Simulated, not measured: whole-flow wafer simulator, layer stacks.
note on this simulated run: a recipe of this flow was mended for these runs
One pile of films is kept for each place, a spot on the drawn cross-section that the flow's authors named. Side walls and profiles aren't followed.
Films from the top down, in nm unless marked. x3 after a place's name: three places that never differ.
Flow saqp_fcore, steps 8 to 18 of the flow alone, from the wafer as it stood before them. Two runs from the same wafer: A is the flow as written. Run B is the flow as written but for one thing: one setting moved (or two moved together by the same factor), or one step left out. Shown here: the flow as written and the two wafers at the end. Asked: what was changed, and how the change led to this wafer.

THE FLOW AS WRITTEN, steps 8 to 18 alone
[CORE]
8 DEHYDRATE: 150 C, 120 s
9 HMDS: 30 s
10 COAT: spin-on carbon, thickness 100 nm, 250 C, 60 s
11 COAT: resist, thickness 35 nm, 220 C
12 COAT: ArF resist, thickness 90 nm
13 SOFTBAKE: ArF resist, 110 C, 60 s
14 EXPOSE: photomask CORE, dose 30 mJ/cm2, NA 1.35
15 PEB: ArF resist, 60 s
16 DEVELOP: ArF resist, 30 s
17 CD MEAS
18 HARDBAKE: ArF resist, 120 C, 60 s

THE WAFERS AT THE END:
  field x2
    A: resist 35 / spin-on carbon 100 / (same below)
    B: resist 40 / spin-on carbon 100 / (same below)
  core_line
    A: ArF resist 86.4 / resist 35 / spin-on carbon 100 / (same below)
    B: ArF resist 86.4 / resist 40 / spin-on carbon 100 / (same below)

The cause: step 11, COAT: thickness 40 nm was run, where the flow has thickness 35 nm.
It can be read off the wafer: field x2 has resist 40, and step 11 as written asks for 35 nm.

How the change led to this, step by step:
  11 COAT: resist, thickness 35 nm, 220 C
      field x2, core_line: A resist +35 (new film) | B resist +40 (new film)
